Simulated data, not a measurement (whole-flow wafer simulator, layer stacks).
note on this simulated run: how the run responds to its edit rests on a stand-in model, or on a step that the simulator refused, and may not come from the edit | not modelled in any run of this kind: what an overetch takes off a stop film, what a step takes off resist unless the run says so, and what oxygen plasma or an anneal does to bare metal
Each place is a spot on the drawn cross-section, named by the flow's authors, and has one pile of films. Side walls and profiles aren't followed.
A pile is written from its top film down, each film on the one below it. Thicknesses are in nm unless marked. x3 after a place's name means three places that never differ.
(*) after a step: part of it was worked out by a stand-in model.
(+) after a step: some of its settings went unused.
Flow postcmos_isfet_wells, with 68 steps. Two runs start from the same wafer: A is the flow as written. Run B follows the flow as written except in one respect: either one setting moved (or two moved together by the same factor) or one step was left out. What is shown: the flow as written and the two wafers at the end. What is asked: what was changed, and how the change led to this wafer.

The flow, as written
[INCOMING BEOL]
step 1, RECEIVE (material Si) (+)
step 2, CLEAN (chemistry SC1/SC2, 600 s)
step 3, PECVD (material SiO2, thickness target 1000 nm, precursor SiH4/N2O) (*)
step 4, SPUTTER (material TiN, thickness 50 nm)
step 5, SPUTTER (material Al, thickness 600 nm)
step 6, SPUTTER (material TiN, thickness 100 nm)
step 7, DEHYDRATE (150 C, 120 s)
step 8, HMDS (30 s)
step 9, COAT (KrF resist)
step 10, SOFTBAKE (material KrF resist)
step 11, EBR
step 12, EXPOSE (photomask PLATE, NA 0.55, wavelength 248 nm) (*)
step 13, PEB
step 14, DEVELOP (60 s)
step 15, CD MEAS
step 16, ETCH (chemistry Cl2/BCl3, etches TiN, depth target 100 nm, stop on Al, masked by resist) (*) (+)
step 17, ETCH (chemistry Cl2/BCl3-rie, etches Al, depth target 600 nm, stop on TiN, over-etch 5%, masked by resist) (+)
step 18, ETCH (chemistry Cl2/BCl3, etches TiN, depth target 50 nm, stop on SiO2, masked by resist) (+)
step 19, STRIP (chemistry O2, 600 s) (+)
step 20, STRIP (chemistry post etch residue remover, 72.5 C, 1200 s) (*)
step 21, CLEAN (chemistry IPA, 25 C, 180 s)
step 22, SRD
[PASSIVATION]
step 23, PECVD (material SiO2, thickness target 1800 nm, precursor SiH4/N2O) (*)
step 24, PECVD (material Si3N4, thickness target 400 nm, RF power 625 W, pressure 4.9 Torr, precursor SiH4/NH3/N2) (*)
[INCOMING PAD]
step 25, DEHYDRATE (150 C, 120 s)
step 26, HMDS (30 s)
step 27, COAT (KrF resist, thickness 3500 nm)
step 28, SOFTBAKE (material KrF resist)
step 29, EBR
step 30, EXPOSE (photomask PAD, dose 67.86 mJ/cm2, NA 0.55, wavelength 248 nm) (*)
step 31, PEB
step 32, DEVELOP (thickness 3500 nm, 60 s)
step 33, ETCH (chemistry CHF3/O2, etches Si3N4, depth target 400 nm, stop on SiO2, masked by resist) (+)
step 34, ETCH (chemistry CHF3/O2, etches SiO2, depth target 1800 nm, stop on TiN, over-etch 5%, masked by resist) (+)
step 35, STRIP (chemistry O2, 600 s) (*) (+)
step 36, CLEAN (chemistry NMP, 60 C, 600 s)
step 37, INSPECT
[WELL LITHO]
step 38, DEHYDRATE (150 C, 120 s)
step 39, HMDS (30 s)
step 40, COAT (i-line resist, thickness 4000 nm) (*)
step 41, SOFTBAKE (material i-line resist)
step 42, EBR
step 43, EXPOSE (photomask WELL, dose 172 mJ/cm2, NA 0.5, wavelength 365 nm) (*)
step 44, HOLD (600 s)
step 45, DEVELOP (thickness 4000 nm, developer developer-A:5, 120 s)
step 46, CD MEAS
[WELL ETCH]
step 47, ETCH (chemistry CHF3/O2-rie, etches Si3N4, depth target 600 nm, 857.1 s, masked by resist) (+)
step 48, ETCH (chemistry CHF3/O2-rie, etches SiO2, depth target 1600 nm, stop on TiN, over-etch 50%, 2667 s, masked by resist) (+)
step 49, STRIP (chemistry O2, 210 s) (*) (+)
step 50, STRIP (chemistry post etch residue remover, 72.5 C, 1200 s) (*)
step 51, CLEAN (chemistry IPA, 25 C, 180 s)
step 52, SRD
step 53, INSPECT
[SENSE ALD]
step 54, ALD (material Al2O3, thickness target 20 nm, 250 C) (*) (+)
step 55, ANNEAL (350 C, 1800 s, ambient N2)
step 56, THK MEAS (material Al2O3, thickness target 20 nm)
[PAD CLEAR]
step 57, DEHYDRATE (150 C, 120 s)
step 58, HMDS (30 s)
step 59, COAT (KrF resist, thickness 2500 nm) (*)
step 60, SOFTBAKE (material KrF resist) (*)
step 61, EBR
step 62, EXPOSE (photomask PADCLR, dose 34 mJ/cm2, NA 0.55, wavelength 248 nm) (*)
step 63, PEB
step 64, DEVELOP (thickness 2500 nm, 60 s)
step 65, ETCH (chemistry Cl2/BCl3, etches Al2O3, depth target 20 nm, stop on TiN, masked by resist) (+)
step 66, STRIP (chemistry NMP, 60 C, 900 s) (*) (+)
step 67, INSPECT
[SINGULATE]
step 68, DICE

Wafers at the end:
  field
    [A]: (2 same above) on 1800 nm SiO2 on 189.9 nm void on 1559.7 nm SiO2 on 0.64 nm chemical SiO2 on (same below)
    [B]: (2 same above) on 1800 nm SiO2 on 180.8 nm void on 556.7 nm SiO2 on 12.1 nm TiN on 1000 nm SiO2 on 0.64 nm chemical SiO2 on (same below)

What caused this: step 18, ETCH: depth target 37.5 nm was run, though the flow has depth target 50 nm.

The path from the change to this, step by step:
  step 18, ETCH (chemistry Cl2/BCl3, etches TiN, depth target 50 nm, stop on SiO2, masked by resist) (+)
      field: A -50 TiN (all of it) | B -37.5 TiN
      margin, well900, well1300, well2000, well3000, pad_rim, pad_clr, pad_open: A -20 KrF resist | B -15 KrF resist
  step 23, PECVD (material SiO2, thickness target 1800 nm, precursor SiH4/N2O) (*)
      field: A +1800 SiO2 (new film), +189.9 void (new film), +559.7 SiO2 | B +1800 SiO2 (new film), +180.8 void (new film), +556.7 SiO2 (new film)
If metal films that touch count as one body, field has 1 body; the flow as written gives 0 bodies.
